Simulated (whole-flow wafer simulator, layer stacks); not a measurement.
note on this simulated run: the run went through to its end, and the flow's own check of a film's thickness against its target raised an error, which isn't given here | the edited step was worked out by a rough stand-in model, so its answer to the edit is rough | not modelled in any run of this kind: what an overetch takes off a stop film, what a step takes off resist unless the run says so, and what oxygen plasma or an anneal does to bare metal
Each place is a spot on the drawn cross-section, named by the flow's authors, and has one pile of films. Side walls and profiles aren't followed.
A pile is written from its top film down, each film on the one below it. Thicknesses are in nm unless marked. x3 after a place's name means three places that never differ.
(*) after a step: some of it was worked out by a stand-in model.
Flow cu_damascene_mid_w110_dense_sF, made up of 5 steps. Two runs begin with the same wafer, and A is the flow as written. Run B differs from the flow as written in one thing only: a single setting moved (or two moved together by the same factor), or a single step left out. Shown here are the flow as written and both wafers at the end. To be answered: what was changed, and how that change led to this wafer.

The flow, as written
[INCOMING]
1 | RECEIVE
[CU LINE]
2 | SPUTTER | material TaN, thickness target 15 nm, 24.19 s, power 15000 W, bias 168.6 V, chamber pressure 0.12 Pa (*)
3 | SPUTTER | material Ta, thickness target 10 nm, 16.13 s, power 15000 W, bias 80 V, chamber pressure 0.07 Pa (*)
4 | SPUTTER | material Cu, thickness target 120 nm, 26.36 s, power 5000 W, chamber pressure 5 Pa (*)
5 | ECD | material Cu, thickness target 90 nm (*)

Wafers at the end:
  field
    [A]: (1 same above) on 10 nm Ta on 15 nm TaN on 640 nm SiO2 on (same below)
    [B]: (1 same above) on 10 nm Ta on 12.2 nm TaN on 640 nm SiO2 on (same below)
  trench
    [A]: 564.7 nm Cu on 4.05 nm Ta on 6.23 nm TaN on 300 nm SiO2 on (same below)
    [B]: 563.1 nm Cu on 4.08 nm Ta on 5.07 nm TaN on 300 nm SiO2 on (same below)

The reason: step 2, SPUTTER: power 12220 W was run, whereas the flow has power 15000 W.

How this came from the change, step by step:
  2 | SPUTTER | material TaN, thickness target 15 nm, 24.19 s, power 15000 W, bias 168.6 V, chamber pressure 0.12 Pa (*)
      field: A TaN gains 15 (new film) | B TaN gains 12.2 (new film)
      trench: A TaN gains 6.23 (new film) | B TaN gains 5.07 (new film)
